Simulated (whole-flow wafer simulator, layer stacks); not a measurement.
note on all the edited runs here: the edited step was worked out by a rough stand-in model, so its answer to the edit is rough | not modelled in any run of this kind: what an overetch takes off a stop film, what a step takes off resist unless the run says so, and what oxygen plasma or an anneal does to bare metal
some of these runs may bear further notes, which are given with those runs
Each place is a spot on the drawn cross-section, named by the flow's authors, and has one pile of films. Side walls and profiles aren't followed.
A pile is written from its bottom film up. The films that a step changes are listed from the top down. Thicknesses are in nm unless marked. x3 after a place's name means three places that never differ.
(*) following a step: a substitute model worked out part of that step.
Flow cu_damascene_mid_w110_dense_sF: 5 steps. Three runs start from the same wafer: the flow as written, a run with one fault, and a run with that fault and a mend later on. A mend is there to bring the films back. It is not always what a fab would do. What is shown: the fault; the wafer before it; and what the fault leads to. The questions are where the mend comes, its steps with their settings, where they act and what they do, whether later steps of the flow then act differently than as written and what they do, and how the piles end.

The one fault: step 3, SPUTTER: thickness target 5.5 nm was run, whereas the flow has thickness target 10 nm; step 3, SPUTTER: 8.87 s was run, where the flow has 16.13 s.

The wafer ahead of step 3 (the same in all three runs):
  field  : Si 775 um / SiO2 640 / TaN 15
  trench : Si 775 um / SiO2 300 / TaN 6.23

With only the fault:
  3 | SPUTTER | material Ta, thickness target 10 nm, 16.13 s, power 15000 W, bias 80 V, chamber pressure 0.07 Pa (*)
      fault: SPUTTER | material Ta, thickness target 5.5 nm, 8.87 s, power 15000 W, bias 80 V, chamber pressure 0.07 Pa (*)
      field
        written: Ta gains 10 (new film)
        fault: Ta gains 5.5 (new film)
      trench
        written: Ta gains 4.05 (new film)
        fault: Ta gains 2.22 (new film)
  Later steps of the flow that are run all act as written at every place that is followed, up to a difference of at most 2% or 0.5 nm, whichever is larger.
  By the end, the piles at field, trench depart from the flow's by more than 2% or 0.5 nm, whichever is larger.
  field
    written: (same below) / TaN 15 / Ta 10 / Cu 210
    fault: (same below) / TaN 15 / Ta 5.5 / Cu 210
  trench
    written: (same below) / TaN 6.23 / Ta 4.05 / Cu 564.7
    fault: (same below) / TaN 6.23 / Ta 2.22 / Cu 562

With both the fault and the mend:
  After step 3 comes the mend.
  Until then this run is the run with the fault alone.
  3a | SPUTTER | material Ta, thickness target 4.5 nm, 7.258 s, power 15000 W, bias 80 V, chamber pressure 0.07 Pa (*) (the flow's step 3, run once more with other settings)
      field
        Ta gains 4.5
      trench
        Ta gains 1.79
  Later steps of the flow that are run all act as written at every place that is followed, up to a difference of at most 2% or 0.5 nm, whichever is larger.
  The piles end only slightly different from the flow's at the places that both follow, by no more than 2% or 0.5 nm, whichever is larger.
